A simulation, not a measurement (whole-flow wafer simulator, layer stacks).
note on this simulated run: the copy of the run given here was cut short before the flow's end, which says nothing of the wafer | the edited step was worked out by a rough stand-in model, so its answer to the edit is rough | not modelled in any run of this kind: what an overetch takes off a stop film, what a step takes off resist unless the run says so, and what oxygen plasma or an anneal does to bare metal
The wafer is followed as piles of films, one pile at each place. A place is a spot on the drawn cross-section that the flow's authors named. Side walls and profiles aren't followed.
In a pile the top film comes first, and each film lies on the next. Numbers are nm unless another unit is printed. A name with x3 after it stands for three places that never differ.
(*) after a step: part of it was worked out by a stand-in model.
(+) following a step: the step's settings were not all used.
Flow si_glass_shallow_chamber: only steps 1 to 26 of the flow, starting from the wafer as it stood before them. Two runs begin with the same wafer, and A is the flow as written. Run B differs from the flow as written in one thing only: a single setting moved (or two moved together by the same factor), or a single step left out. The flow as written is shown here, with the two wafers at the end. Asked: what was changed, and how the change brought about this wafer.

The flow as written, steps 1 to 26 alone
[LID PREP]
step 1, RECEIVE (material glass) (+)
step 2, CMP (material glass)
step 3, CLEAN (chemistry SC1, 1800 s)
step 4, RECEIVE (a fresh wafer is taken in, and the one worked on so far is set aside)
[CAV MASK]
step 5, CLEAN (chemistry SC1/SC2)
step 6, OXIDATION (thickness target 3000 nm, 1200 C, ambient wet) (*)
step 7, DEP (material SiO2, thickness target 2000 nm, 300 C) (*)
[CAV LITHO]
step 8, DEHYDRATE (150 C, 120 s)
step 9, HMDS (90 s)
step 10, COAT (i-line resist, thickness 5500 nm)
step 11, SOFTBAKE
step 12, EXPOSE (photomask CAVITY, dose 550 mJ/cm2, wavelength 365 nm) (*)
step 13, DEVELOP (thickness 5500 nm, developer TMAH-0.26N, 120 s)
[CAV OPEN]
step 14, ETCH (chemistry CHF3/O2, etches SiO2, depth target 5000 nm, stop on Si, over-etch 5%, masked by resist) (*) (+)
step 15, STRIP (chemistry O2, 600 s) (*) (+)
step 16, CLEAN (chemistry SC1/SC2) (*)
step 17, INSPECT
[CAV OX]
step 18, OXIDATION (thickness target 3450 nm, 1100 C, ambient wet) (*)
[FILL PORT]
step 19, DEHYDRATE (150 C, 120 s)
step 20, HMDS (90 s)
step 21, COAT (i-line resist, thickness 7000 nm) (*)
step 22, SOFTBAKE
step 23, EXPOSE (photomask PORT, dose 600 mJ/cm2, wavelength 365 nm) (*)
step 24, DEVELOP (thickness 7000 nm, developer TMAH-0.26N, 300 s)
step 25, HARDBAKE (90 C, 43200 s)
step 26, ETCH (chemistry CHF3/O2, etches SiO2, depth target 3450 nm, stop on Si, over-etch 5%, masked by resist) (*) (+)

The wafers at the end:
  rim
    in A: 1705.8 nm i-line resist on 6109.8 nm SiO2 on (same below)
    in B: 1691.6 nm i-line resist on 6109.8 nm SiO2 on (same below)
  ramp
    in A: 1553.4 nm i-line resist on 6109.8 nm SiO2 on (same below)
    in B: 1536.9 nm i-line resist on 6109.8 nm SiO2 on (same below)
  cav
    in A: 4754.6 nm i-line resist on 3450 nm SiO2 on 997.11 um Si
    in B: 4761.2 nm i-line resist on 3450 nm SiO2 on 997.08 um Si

Cause: step 14, ETCH: over-etch 7.88% was run, though the flow has over-etch 5%.

How this came from the change, step by step:
  step 14, ETCH (chemistry CHF3/O2, etches SiO2, depth target 5000 nm, stop on Si, over-etch 5%, masked by resist) (*) (+)
      rim, ramp, septum, ring: A -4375 i-line resist | B -4495 i-line resist
      cav, port: A -5000 SiO2 (all of it), -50 Si | B -5000 SiO2 (all of it), -78.8 Si
  step 15, STRIP (chemistry O2, 600 s) (*) (+)
      rim, ramp, septum, ring: A -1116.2 i-line resist (all of it) | B -996.2 i-line resist (all of it)
